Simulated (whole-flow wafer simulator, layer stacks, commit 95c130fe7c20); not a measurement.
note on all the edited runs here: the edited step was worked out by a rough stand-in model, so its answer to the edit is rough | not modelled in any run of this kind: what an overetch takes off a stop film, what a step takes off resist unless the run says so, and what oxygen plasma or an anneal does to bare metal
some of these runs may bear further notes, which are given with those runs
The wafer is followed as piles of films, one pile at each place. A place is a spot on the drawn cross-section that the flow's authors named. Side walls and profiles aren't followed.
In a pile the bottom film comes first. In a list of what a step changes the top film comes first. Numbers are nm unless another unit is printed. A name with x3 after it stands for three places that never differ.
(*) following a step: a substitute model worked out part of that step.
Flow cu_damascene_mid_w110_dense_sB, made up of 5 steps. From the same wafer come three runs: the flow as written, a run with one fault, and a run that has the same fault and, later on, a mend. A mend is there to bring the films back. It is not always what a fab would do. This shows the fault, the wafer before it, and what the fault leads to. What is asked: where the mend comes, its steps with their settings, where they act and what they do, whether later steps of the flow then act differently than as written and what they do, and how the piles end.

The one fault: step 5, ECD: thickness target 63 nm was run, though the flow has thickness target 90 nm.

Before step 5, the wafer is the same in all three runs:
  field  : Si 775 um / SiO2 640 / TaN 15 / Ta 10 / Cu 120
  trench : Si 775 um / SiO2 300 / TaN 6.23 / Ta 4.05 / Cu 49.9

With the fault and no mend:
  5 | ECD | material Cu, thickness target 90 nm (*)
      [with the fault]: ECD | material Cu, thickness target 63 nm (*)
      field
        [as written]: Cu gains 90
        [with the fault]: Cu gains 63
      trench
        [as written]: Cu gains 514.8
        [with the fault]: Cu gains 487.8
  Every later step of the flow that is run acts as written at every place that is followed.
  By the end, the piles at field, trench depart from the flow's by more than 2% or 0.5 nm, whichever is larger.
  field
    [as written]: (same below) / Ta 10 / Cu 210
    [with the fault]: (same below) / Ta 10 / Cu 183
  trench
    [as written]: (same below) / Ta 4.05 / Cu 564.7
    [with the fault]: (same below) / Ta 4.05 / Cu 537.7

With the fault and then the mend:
  The mend follows step 5.
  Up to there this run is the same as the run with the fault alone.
  5a | ECD | material Cu, thickness target 27 nm (the flow's step 5 again, with other settings)
      field, trench
        Cu gains 27
  Every later step of the flow that is run acts as written at every place that is followed.
  The piles end the same as the flow's at every place that both follow.
